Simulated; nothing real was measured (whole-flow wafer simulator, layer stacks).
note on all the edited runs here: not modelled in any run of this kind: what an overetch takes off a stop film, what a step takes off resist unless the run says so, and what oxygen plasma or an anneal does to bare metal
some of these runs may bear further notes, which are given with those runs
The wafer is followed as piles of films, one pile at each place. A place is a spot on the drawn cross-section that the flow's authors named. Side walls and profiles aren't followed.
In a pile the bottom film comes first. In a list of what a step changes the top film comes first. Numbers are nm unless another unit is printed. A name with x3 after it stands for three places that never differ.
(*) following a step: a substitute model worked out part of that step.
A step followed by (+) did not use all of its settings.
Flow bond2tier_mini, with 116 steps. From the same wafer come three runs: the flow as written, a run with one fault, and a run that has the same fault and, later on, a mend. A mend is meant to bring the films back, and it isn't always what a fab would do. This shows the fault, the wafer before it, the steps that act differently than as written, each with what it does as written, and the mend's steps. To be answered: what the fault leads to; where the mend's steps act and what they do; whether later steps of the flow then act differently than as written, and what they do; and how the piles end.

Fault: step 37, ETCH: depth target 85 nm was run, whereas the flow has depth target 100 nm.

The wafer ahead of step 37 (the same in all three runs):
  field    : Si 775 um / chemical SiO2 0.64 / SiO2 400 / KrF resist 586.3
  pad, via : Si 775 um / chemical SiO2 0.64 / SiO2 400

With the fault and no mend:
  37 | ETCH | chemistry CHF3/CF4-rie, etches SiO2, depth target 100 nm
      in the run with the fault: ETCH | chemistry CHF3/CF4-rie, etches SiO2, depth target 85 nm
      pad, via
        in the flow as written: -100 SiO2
        in the run with the fault: -85 SiO2
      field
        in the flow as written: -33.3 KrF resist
        in the run with the fault: -28.3 KrF resist
  Later steps of the flow acting differently than as written (3 other steps are not shown; they differ only slightly, by no more than 2% or 0.5 nm, whichever is larger):
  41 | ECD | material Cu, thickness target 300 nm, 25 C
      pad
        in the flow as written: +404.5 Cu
        in the run with the fault: +388.8 Cu
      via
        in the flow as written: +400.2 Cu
        in the run with the fault: +385.1 Cu
  By the end, the piles at pad depart from the flow's by more than 2% or 0.5 nm, whichever is larger.
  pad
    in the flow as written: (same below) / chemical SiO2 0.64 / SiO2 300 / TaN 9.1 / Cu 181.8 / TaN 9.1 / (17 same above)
    in the run with the fault: (same below) / chemical SiO2 0.64 / SiO2 315 / TaN 9.24 / Cu 166.7 / TaN 9.1 / (17 same above)

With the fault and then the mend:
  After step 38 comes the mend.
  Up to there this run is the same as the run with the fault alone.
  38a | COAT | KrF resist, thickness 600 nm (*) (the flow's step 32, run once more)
      field
        +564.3 KrF resist (new film)
      pad
        +637.3 KrF resist (new film)
      via
        +632.4 KrF resist (new film)
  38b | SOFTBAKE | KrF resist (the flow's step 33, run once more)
      leaves every film unchanged at each place that is followed
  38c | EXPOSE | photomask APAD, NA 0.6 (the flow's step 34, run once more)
      leaves every film unchanged at each place that is followed
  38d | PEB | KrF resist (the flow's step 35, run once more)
      leaves every film unchanged at each place that is followed
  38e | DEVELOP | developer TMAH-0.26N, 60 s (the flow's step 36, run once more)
      field
        -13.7 KrF resist
      pad
        -637.3 KrF resist (all of it)
      via
        -632.4 KrF resist (all of it)
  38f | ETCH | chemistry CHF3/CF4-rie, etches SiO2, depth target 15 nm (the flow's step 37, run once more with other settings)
      pad, via
        -15 SiO2
      field
        -5 KrF resist
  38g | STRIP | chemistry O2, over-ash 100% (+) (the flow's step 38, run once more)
      field
        -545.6 KrF resist (all of it)
  Every later step of the flow that is run acts as written at every place that is followed.
  By the end, the piles equal the flow's at every place that both follow.
